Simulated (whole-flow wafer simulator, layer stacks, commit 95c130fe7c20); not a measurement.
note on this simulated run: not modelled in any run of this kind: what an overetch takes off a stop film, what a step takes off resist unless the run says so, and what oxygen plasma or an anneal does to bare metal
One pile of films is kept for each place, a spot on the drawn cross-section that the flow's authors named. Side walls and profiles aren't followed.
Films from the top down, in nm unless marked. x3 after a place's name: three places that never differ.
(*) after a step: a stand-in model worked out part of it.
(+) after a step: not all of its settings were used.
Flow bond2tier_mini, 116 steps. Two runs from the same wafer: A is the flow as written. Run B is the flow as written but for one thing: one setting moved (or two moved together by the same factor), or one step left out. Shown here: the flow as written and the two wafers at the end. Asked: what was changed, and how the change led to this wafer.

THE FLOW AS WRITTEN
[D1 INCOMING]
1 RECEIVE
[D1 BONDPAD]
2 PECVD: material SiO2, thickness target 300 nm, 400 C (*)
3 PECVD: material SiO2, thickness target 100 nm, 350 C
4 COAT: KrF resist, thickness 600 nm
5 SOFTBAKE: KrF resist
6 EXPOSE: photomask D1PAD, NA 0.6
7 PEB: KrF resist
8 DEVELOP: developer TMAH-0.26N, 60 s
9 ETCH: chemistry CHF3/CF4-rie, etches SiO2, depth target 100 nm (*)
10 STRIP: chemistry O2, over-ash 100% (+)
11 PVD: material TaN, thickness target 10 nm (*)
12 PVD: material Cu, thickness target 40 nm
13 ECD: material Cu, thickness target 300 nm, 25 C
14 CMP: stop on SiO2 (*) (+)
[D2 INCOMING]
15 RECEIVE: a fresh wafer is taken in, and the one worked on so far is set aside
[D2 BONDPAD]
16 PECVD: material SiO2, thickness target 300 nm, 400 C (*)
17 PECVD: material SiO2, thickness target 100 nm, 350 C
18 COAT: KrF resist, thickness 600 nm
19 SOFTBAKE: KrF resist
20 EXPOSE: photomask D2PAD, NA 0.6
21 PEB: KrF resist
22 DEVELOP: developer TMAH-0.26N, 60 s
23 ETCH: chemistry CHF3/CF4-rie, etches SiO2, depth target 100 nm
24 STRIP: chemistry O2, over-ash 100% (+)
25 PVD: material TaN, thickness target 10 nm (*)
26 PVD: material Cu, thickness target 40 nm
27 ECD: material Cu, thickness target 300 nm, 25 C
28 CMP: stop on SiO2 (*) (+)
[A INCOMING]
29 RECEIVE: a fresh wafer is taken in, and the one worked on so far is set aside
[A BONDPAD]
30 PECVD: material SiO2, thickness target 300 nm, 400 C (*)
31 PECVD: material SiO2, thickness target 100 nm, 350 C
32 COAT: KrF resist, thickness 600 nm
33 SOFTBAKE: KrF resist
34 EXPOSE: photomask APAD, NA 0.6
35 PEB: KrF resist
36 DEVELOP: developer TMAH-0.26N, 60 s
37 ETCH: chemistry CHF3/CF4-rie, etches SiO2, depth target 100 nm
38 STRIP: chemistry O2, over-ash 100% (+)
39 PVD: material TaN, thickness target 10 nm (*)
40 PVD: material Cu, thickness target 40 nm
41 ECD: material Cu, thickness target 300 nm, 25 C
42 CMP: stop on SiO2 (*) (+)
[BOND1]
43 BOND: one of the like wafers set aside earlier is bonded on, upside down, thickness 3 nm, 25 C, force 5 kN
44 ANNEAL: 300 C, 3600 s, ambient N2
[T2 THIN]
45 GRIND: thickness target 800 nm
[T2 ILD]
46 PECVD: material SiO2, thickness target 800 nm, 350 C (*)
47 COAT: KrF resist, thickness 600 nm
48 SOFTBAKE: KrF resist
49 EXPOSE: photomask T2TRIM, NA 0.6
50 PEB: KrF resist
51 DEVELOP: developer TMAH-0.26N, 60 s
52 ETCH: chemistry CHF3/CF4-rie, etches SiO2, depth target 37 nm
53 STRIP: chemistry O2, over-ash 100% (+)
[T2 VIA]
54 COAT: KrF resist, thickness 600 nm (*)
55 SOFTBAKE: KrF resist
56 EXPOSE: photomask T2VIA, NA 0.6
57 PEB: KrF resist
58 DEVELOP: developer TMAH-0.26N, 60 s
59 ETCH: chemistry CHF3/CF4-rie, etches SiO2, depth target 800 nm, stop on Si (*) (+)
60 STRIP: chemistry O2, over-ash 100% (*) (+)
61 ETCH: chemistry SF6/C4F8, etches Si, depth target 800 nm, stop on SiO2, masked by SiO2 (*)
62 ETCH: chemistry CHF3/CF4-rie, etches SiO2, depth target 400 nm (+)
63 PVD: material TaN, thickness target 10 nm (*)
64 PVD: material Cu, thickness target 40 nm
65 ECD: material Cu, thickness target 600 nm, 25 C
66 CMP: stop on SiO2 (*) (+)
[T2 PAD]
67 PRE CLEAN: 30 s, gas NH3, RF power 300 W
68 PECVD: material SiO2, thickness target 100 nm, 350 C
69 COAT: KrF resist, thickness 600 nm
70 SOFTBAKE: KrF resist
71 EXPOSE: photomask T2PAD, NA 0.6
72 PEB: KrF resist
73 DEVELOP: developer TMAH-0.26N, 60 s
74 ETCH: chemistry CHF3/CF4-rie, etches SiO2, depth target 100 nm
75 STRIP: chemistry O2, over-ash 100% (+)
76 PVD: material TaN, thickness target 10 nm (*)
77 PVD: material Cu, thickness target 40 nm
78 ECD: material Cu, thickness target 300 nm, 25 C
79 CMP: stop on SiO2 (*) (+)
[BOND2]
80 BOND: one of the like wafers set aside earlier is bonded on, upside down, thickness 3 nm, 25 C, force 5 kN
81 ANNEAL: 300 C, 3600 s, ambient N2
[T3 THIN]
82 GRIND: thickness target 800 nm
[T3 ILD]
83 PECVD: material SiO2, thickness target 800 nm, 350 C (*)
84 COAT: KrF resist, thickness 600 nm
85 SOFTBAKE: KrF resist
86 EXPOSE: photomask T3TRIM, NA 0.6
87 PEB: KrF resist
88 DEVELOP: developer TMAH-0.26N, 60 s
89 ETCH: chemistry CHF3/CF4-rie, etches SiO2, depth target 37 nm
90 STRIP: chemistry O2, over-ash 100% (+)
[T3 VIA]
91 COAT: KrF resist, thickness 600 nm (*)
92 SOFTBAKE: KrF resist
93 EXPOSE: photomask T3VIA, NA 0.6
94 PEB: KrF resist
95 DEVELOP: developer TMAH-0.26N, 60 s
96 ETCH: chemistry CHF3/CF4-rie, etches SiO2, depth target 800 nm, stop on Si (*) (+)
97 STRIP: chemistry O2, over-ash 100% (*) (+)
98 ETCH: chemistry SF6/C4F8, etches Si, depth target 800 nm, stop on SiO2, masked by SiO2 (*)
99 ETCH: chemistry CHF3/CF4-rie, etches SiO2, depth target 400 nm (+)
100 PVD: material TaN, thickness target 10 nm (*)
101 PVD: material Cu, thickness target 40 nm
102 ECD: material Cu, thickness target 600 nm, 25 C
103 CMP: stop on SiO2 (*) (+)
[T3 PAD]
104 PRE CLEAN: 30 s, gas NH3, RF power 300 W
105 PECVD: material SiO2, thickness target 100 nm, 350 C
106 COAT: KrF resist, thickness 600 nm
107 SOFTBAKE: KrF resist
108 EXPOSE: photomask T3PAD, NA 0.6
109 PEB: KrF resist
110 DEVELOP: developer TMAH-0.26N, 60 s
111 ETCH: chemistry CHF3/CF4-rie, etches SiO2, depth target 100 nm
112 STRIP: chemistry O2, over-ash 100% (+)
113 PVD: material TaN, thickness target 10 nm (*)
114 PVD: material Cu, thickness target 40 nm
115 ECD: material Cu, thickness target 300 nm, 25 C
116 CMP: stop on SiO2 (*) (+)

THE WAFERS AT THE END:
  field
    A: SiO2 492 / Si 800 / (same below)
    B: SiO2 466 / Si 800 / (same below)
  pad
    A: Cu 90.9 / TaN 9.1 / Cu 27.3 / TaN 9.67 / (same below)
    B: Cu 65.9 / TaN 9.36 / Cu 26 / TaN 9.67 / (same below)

The cause: step 105, PECVD: thickness target 74 nm was run, where the flow has thickness target 100 nm.

How the change led to this, step by step:
  105 PECVD: material SiO2, thickness target 100 nm, 350 C
      field: A SiO2 +100 | B SiO2 +74
      pad: A SiO2 +100 (new film) | B SiO2 +74 (new film)
  111 ETCH: chemistry CHF3/CF4-rie, etches SiO2, depth target 100 nm
      pad: A SiO2 -100 (all of it) | B SiO2 -74 (all of it), Cu -1.3
  114 PVD: material Cu, thickness target 40 nm
      pad: A Cu +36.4 (new film) | B Cu +37.3 (new film)
  115 ECD: material Cu, thickness target 300 nm, 25 C
      pad: A Cu +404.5 | B Cu +378.7
